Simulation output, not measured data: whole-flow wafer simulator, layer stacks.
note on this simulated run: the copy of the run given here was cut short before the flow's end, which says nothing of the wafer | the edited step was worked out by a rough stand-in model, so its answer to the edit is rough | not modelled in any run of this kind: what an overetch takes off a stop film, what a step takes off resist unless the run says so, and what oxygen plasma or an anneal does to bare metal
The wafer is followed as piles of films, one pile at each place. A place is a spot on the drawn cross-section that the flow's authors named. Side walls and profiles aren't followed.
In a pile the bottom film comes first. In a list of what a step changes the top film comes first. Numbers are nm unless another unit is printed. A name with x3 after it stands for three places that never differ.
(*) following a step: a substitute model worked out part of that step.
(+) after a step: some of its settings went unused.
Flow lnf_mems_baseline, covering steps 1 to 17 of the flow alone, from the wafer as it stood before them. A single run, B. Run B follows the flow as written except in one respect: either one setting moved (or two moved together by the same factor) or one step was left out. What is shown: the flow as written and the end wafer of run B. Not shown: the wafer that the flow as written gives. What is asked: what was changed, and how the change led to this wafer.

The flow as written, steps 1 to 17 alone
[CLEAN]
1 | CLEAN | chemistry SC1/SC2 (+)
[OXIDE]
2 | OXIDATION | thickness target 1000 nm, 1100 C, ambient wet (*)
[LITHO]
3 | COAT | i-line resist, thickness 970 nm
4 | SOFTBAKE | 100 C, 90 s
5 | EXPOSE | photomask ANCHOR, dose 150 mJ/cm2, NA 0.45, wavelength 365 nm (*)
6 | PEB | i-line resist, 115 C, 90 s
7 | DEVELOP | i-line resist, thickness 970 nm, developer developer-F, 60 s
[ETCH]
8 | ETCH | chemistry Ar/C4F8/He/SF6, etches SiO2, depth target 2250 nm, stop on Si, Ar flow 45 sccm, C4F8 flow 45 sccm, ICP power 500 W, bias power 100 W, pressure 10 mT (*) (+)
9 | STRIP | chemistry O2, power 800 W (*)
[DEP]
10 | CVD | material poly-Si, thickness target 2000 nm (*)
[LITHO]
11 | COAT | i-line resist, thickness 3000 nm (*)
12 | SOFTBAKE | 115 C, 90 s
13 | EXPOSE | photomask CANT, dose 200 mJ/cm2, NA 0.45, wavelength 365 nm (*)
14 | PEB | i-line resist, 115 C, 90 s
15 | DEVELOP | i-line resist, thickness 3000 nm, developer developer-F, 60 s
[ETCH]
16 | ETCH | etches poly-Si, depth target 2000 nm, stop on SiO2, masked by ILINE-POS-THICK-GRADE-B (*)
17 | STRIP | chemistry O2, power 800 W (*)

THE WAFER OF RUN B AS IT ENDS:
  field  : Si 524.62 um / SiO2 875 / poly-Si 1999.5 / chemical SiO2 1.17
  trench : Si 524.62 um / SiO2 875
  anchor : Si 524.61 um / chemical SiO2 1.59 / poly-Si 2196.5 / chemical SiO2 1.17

What caused this: step 2, OXIDATION: thickness target 875 nm was run, though the flow has thickness target 1000 nm.
The wafer itself shows it: field has SiO2 875, and step 2 as written asks for 1000 nm.

The path from the change to this, step by step:
  2 | OXIDATION | thickness target 1000 nm, 1100 C, ambient wet (*)
      field, anchor, beam, trench, char_slit: SiO2 gains 875 (new film), chemical SiO2 loses 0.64 (all of it), Si loses 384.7 (as written it would have been: SiO2 gains 1000 (new film), chemical SiO2 loses 0.64 (all of it), Si loses 439.7)
  8 | ETCH | chemistry Ar/C4F8/He/SF6, etches SiO2, depth target 2250 nm, stop on Si, Ar flow 45 sccm, C4F8 flow 45 sccm, ICP power 500 W, bias power 100 W, pressure 10 mT (*) (+)
      field, beam, trench, char_slit: i-line resist loses 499 (as written it would have been: i-line resist loses 561.5)
      anchor: SiO2 loses 875 (all of it) (as written it would have been: SiO2 loses 1000 (all of it))
  9 | STRIP | chemistry O2, power 800 W (*)
      field, beam, trench, char_slit: i-line resist loses 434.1 (all of it) (as written it would have been: i-line resist loses 371.6 (all of it))
  10 | CVD | material poly-Si, thickness target 2000 nm (*)
      anchor: poly-Si gains 2197 (new film) (as written it would have been: poly-Si gains 2322 (new film))
